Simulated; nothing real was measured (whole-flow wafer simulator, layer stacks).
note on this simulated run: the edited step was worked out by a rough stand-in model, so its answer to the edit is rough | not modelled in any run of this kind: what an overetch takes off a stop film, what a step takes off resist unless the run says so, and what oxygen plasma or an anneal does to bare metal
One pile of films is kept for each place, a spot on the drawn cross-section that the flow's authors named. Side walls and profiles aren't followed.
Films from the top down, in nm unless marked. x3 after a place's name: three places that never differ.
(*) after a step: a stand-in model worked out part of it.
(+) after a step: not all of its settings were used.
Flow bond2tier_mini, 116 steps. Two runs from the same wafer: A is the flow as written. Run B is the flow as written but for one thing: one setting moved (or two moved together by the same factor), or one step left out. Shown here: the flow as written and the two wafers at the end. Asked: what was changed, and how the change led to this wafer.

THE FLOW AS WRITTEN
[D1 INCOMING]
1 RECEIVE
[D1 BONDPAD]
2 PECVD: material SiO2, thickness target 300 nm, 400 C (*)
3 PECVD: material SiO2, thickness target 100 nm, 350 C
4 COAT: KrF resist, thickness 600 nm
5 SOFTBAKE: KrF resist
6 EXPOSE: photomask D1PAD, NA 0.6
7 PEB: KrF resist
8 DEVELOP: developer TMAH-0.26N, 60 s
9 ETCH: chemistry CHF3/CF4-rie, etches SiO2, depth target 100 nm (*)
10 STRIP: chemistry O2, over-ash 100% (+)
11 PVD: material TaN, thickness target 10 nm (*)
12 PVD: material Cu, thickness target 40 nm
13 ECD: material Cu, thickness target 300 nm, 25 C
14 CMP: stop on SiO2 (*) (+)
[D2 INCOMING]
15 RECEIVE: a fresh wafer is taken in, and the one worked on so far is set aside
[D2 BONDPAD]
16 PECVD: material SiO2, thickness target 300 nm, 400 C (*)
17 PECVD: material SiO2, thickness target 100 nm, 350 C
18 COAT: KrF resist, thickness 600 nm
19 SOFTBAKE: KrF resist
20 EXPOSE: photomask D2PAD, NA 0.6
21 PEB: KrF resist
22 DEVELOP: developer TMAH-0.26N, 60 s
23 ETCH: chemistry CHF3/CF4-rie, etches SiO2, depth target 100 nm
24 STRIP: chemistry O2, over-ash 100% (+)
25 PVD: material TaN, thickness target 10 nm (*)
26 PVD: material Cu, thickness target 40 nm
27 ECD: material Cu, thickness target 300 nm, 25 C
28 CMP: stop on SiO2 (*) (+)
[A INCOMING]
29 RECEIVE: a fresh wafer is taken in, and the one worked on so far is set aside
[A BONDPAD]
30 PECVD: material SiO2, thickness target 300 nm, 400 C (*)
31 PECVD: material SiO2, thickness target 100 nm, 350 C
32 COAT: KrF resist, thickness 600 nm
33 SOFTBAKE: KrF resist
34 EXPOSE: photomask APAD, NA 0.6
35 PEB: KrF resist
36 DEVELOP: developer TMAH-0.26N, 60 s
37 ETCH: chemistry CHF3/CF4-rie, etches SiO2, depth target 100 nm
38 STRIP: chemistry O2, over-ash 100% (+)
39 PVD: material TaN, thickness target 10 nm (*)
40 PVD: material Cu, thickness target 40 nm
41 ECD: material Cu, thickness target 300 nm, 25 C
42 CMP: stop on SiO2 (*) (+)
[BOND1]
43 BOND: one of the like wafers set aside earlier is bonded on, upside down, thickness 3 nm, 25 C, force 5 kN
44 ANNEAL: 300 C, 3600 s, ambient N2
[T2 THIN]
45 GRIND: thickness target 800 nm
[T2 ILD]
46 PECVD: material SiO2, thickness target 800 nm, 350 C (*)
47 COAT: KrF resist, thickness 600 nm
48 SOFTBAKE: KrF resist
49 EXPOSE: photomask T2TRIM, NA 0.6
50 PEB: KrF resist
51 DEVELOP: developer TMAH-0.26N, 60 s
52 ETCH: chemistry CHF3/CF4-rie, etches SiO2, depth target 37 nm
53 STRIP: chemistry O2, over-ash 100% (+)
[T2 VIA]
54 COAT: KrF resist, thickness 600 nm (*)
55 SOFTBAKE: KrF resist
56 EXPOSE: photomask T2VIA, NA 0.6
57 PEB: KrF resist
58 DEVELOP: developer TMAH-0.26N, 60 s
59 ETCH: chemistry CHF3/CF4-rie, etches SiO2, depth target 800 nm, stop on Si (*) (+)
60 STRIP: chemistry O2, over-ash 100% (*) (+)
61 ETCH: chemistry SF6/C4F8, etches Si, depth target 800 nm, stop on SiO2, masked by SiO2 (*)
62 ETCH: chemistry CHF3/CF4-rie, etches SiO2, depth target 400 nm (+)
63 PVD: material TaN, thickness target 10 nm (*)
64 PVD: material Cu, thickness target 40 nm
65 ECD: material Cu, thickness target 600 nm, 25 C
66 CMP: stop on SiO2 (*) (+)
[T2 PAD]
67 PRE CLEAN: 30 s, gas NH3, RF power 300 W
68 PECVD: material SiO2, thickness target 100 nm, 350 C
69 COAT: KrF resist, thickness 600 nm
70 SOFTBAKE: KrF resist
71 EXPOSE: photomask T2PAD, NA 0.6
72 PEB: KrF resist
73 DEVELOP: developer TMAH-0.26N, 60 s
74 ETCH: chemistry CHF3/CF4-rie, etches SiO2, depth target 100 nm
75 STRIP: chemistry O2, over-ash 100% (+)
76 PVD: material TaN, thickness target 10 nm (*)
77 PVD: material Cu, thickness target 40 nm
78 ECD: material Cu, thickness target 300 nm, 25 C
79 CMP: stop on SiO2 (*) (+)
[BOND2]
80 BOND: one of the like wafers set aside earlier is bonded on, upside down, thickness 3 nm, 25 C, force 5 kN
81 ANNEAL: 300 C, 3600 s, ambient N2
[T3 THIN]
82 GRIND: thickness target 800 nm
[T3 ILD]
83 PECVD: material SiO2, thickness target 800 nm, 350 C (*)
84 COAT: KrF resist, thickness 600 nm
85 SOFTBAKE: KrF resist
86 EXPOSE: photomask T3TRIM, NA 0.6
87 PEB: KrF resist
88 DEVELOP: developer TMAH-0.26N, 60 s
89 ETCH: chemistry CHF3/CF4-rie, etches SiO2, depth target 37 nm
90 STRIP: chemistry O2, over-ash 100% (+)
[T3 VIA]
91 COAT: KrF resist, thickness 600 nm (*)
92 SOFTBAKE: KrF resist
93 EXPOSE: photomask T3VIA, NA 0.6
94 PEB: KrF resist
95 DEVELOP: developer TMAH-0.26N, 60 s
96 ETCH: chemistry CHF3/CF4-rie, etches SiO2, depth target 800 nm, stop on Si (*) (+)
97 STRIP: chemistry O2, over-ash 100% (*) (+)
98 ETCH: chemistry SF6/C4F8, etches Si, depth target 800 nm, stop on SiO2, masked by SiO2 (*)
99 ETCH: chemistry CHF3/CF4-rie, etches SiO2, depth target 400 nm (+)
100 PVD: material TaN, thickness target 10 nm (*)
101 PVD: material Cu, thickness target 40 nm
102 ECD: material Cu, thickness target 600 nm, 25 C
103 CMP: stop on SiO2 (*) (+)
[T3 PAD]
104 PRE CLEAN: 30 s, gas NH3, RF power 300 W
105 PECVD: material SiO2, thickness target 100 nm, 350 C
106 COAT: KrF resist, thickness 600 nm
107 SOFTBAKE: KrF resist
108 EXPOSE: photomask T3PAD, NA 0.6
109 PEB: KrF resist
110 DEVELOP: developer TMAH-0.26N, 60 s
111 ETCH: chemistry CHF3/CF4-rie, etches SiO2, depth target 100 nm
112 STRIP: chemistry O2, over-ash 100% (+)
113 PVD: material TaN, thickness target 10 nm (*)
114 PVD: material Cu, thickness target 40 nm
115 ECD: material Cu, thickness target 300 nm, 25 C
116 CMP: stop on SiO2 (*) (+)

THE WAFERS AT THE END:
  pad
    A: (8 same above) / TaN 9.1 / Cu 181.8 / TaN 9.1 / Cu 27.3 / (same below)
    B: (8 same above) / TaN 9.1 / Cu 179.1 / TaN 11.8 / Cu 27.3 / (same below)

The cause: step 76, PVD: thickness target 13 nm was run, where the flow has thickness target 10 nm.

How the change led to this, step by step:
  76 PVD: material TaN, thickness target 10 nm (*)
      field: A TaN +10 (new film) | B TaN +13 (new film)
      pad: A TaN +9.1 (new film) | B TaN +11.8 (new film)
  79 CMP: stop on SiO2 (*) (+)
      field: A Cu -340 (all of it), TaN -10 (all of it) | B Cu -340 (all of it), TaN -13 (all of it)
